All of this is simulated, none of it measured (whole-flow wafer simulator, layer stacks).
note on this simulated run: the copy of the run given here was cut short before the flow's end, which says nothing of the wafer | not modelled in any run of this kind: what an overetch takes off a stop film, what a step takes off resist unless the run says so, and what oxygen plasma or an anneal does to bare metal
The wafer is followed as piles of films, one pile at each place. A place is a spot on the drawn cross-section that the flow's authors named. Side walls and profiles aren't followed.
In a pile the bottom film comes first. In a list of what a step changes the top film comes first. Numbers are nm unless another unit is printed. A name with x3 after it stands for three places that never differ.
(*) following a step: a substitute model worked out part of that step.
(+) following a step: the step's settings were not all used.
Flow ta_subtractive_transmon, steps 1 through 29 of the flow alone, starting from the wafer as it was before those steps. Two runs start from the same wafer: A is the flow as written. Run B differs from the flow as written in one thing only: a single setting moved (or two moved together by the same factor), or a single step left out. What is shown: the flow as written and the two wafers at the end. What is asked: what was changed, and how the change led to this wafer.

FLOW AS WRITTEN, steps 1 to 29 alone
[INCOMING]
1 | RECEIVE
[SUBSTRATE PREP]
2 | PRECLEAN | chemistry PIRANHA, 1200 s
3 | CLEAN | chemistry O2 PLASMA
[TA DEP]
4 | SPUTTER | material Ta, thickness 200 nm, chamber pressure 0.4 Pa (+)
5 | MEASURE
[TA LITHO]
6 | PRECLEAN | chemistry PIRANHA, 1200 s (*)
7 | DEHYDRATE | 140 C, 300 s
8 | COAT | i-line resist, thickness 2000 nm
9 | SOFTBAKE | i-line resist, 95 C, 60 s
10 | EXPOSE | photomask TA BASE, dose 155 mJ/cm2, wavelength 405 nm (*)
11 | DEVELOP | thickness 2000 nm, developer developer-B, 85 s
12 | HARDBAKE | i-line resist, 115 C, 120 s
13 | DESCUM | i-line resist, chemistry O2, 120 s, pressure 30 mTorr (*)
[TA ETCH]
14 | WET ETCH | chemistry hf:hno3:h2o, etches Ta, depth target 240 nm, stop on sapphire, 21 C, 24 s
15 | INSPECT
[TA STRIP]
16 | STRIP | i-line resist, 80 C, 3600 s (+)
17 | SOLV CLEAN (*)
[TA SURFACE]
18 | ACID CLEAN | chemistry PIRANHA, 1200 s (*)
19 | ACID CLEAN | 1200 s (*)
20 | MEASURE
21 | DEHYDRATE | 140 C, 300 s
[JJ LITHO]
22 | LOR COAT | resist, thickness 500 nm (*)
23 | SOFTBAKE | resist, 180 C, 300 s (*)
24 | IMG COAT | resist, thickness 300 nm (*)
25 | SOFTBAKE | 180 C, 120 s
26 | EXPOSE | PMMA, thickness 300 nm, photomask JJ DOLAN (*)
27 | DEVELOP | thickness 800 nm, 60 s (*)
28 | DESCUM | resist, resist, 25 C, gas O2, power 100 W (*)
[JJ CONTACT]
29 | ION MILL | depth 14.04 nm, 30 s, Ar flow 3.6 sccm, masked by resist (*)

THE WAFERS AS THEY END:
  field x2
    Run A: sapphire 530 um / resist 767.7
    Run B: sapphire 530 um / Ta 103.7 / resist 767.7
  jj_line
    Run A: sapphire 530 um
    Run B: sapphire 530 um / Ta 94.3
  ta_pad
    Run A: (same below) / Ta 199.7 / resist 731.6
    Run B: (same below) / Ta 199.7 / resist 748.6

The reason: step 14, WET ETCH: depth target 96 nm was run, though the flow has depth target 240 nm; step 14, WET ETCH: 9.6 s was run, where the flow has 24 s.

How this came from the change, step by step:
  14 | WET ETCH | chemistry hf:hno3:h2o, etches Ta, depth target 240 nm, stop on sapphire, 21 C, 24 s
      field x2, jj_line, lead: A Ta loses 200 (all of it) | B Ta loses 96
  22 | LOR COAT | resist, thickness 500 nm (*)
      lead: A resist gains 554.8 (new film) | B resist gains 527.4 (new film)
      ta_contact: A resist gains 443.8 (new film) | B resist gains 471.7 (new film)
  24 | IMG COAT | resist, thickness 300 nm (*)
      lead: A resist gains 312.6 | B resist gains 306
      ta_contact: A resist gains 287.4 | B resist gains 294.1
      (also at 1 further place)
  27 | DEVELOP | thickness 800 nm, 60 s (*)
      lead: A resist loses 867.4 (all of it) | B resist loses 833.4 (all of it)
      ta_contact: A resist loses 731.2 (all of it) | B resist loses 765.8 (all of it)
  29 | ION MILL | depth 14.04 nm, 30 s, Ar flow 3.6 sccm, masked by resist (*)
      jj_line, lead: A sapphire loses 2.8 | B Ta loses 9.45
If metal films that touch count as one body, field x2 has 1 body; the flow as written gives 0 bodies.
If metal films that touch count as one body, jj_line has 1 body; the flow as written gives 0 bodies.
